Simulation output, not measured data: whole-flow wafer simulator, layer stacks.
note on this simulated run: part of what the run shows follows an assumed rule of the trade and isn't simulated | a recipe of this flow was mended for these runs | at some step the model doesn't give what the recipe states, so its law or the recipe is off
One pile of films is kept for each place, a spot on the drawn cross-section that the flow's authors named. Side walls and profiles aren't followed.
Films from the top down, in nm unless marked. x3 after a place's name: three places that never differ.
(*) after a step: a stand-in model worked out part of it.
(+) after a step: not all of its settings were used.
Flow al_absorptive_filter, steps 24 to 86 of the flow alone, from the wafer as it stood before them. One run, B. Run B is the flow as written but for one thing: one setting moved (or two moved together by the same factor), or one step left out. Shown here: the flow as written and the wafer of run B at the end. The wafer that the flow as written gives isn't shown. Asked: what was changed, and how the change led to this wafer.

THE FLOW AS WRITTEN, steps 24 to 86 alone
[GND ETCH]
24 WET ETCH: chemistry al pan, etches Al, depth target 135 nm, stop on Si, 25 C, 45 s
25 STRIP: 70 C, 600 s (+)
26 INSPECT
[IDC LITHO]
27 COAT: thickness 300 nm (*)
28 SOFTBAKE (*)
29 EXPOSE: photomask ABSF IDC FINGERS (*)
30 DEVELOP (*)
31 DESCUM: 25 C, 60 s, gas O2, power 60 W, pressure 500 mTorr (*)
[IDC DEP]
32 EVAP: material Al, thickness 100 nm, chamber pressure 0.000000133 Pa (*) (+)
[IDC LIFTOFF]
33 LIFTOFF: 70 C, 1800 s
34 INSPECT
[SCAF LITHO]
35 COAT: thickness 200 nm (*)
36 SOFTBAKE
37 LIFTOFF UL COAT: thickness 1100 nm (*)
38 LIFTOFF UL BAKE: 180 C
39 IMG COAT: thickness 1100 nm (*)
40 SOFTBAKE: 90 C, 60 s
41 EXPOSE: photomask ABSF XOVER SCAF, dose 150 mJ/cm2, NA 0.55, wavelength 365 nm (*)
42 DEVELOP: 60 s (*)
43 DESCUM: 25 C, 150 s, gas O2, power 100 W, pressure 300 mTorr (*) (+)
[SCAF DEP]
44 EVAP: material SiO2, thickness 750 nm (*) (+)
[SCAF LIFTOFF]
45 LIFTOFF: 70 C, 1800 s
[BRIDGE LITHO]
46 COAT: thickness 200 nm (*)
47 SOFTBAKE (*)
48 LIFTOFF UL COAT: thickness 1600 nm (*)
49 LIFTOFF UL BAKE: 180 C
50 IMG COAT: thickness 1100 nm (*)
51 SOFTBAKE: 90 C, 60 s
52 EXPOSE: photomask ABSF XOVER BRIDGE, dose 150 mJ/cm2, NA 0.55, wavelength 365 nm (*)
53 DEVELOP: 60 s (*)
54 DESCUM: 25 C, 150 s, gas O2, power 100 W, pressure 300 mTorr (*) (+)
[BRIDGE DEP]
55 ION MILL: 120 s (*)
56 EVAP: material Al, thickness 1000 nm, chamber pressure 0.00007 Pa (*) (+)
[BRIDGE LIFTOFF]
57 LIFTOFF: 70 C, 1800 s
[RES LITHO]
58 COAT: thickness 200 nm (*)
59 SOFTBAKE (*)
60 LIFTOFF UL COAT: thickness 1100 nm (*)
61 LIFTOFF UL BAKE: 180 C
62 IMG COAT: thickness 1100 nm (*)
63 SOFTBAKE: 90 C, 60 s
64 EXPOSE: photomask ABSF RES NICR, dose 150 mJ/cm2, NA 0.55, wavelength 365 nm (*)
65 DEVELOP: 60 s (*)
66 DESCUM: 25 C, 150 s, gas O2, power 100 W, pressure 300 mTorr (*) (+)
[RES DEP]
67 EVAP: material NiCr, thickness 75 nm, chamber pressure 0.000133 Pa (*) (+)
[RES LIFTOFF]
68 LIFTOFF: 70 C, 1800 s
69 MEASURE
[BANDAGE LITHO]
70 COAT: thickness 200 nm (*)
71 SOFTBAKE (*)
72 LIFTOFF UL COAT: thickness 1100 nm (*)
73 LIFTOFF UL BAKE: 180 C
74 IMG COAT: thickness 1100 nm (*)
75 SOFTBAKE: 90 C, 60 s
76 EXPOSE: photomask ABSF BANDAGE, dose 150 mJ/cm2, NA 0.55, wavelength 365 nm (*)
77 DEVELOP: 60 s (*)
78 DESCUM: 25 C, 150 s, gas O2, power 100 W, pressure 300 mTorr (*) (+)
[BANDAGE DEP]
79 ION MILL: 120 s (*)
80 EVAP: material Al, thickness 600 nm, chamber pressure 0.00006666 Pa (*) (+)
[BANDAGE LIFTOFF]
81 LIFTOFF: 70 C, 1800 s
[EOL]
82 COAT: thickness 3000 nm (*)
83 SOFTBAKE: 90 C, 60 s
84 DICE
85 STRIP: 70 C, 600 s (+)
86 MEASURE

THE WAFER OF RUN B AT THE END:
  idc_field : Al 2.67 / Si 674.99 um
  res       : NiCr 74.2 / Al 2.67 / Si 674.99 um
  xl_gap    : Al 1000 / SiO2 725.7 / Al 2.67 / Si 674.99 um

The cause: step 24, WET ETCH: 28 s was run, where the flow has 45 s.

How the change led to this, step by step:
  24 WET ETCH: chemistry al pan, etches Al, depth target 135 nm, stop on Si, 25 C, 45 s
      res, xl_gap, idc_field, idc_line, idc_space: Al -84 (as written it would be: Al -86.7 (all of it))
  31 DESCUM: 25 C, 60 s, gas O2, power 60 W, pressure 500 mTorr (*)
      idc_line: nothing (as written it would be: chemical SiO2 +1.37 (new film), Si -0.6)
  32 EVAP: material Al, thickness 100 nm, chamber pressure 0.000000133 Pa (*) (+)
      idc_line: Al +100 (as written it would be: Al +100 (new film))
Counting metal films that touch as one body, idc_field has 1 body; the flow as written gives 0 bodies.
Counting metal films that touch as one body, res has 1 body; the flow as written gives 0 bodies.
Counting metal films that touch as one body, xl_gap has 2 bodies (between them, from the top down: SiO2 725.7); the flow as written gives 1 body.
